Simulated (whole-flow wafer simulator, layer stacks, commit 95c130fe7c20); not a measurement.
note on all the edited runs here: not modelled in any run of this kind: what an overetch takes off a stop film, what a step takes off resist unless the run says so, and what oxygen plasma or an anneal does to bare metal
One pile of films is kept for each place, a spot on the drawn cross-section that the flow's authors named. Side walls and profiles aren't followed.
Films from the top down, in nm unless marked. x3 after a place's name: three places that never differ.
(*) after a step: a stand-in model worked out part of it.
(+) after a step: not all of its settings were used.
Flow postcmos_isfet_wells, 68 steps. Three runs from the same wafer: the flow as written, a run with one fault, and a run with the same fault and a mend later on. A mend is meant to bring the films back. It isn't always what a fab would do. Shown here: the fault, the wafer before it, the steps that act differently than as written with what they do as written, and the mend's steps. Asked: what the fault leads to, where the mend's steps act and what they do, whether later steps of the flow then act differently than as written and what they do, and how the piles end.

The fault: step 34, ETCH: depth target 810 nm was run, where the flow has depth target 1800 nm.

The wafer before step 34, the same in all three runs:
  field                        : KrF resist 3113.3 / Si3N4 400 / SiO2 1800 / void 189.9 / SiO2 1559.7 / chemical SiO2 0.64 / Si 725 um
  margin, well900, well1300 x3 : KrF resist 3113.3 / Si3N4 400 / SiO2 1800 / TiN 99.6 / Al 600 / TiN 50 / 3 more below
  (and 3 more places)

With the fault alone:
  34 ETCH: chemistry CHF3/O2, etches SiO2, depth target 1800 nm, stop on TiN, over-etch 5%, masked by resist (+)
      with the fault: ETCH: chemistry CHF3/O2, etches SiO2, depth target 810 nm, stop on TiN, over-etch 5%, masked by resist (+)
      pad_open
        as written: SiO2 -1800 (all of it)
        with the fault: SiO2 -810
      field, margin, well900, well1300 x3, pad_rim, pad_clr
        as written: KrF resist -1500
        with the fault: KrF resist -675
  Later steps of the flow that act differently than as written (1 more step differs only slightly, by at most 2% or 0.5 nm, whichever is larger, and isn't shown):
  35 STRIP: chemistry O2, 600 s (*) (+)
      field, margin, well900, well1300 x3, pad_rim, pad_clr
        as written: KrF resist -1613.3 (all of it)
        with the fault: KrF resist -2438.3 (all of it)
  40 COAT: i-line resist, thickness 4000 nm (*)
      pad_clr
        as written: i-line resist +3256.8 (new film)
        with the fault: i-line resist +3575.3 (new film)
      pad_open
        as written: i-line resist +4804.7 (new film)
        with the fault: i-line resist +4446.9 (new film)
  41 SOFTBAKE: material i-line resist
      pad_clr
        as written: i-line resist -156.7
        with the fault: i-line resist -67.5
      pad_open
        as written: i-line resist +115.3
        with the fault: i-line resist +67.4
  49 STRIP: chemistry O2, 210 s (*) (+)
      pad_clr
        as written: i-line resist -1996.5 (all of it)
        with the fault: i-line resist -2404.2 (all of it)
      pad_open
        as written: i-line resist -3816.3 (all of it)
        with the fault: i-line resist -3410.6 (all of it)
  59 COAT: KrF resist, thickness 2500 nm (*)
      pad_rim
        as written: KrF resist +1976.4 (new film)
        with the fault: KrF resist +2206.8 (new film)
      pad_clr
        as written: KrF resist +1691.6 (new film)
        with the fault: KrF resist +2036.1 (new film)
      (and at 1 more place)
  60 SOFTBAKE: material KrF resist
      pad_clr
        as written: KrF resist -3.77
        with the fault: KrF resist -2.18
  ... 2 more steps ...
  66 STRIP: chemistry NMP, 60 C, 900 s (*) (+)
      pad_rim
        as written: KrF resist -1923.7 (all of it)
        with the fault: KrF resist -2152 (all of it)
  At the end the piles differ from the flow's by more than 2% or 0.5 nm, whichever is larger, at pad_open.
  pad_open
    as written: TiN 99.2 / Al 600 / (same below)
    with the fault: SiO2 990 / TiN 99.6 / Al 600 / (same below)

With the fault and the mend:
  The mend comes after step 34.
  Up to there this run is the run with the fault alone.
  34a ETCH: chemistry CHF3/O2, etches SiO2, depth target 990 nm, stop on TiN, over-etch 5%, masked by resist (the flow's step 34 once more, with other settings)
      field, margin, well900, well1300 x3, pad_rim, pad_clr
        KrF resist -825
      pad_open
        SiO2 -990 (all of it)
  No later step of the flow acts differently than as written at any place that is followed.
  At the end the piles are the same as the flow's at every place that both follow.
